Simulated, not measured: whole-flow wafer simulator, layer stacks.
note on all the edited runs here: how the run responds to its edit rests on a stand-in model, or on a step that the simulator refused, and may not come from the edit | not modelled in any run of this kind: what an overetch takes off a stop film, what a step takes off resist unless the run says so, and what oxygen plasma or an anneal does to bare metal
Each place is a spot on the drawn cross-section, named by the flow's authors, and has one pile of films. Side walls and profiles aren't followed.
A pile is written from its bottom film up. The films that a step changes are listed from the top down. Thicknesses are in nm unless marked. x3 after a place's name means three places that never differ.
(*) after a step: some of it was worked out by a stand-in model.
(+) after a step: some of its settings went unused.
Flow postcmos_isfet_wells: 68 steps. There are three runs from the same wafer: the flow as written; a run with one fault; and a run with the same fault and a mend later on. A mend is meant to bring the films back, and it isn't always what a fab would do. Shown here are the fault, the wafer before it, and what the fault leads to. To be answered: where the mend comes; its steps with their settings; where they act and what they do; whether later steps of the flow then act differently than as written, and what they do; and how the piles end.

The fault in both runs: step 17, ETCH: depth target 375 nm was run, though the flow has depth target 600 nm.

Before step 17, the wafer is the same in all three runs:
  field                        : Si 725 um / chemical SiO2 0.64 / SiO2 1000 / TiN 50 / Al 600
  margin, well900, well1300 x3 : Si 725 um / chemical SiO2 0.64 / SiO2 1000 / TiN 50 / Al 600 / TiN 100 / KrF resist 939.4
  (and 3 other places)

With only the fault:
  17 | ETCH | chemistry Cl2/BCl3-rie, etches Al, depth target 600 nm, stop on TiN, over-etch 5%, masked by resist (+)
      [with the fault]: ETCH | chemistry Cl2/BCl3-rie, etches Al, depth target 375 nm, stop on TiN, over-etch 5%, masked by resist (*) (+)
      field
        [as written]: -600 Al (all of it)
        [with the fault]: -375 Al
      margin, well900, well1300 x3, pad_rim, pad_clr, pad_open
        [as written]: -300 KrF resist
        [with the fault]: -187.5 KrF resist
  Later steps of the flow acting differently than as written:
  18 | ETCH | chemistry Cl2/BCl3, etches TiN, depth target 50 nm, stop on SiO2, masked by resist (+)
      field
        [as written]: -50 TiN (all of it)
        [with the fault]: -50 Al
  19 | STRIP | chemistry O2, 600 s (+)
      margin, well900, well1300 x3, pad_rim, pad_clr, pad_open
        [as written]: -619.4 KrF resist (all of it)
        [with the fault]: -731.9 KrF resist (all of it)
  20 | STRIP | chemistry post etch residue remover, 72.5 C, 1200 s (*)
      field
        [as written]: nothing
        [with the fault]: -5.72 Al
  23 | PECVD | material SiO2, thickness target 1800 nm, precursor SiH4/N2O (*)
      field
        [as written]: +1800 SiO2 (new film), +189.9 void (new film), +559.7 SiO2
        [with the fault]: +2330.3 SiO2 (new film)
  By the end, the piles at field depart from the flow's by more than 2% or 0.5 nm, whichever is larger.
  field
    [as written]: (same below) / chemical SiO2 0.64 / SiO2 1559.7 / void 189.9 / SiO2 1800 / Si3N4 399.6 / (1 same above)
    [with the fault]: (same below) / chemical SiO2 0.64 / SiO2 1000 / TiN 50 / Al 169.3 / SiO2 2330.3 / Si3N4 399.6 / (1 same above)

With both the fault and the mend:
  After step 17 comes the mend.
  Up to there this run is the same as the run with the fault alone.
  17a | ETCH | chemistry Cl2/BCl3-rie, etches Al, depth target 225 nm, stop on TiN, over-etch 5%, masked by resist (the flow's step 17, run once more with other settings)
      margin, well900, well1300 x3, pad_rim, pad_clr, pad_open
        -112.5 KrF resist
      field
        -225 Al (all of it)
  Every later step of the flow that is run acts as written at every place that is followed.
  The piles end the same as the flow's at every place that both follow.
